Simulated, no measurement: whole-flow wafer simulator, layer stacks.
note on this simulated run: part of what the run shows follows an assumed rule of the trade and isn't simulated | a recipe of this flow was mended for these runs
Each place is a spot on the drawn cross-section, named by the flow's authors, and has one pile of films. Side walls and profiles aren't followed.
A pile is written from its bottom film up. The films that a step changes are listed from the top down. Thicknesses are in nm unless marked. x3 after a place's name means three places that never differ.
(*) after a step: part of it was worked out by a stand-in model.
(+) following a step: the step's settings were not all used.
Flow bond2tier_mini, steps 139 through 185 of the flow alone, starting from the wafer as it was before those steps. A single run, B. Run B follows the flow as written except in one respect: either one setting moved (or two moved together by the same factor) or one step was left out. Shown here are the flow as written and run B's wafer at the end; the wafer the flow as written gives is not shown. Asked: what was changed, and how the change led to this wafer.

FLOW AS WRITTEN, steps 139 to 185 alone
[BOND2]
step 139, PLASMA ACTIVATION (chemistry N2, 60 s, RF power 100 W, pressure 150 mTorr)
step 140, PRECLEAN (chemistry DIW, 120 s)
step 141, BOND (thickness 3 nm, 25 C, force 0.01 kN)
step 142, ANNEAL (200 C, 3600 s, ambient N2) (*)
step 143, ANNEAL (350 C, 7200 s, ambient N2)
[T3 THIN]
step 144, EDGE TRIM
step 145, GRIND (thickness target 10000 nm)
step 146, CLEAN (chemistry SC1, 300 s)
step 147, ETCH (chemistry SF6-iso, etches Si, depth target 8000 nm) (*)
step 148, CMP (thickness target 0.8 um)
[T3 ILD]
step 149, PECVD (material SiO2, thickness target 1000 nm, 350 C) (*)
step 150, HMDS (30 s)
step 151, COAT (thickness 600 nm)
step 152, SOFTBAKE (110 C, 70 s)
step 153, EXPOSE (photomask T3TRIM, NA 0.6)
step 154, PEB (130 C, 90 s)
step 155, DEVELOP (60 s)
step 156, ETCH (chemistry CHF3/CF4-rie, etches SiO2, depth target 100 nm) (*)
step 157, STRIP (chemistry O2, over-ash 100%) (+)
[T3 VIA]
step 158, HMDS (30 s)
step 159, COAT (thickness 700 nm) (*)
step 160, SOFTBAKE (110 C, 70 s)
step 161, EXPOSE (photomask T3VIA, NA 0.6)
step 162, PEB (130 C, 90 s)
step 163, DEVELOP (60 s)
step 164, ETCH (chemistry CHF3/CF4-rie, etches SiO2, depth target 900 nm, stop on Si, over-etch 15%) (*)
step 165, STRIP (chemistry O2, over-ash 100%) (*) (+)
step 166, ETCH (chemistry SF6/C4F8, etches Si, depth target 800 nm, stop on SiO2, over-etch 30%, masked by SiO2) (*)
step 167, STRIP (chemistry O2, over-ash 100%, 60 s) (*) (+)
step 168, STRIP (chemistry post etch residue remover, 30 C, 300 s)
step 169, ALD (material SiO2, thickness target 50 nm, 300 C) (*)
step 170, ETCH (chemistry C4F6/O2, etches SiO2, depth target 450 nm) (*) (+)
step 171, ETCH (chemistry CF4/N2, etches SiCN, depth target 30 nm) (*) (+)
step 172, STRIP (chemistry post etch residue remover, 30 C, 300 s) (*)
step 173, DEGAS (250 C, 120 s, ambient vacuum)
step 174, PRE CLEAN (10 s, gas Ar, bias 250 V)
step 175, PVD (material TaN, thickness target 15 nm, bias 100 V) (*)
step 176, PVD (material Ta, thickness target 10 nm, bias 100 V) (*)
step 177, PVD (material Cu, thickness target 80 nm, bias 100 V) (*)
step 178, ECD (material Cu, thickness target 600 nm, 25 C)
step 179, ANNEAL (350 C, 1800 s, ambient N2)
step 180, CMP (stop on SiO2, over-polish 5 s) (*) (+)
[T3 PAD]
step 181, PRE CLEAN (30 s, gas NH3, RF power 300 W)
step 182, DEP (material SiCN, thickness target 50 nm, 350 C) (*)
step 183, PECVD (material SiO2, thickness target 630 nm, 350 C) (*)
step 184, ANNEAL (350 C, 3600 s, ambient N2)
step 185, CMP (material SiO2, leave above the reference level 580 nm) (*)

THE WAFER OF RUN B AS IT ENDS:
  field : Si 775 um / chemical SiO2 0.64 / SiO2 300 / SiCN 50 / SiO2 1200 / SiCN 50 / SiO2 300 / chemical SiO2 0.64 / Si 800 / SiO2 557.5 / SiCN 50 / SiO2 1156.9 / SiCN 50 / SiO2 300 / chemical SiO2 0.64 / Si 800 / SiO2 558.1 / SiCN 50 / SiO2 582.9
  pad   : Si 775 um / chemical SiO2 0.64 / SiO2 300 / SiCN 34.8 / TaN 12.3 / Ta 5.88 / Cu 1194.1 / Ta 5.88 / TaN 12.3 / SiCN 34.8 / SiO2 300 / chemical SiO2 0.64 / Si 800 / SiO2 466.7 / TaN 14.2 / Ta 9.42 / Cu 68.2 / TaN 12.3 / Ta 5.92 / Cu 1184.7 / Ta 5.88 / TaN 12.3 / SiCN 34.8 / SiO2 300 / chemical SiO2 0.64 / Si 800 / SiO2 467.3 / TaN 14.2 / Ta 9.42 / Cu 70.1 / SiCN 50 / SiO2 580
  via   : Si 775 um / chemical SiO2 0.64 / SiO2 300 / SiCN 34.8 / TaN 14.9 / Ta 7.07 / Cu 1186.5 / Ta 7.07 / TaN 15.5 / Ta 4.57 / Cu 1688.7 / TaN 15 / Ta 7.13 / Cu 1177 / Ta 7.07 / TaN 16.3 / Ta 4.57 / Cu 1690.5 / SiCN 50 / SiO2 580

The reason: step 174, PRE CLEAN: 8 s was run, though the flow has 10 s.

Step by step, how the change led to this:
  step 174, PRE CLEAN (10 s, gas Ar, bias 250 V)
      field, pad: -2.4 SiO2 (in the flow as written it would be: -3 SiO2)
      via: -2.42 TaN (in the flow as written it would be: -3.19 TaN)
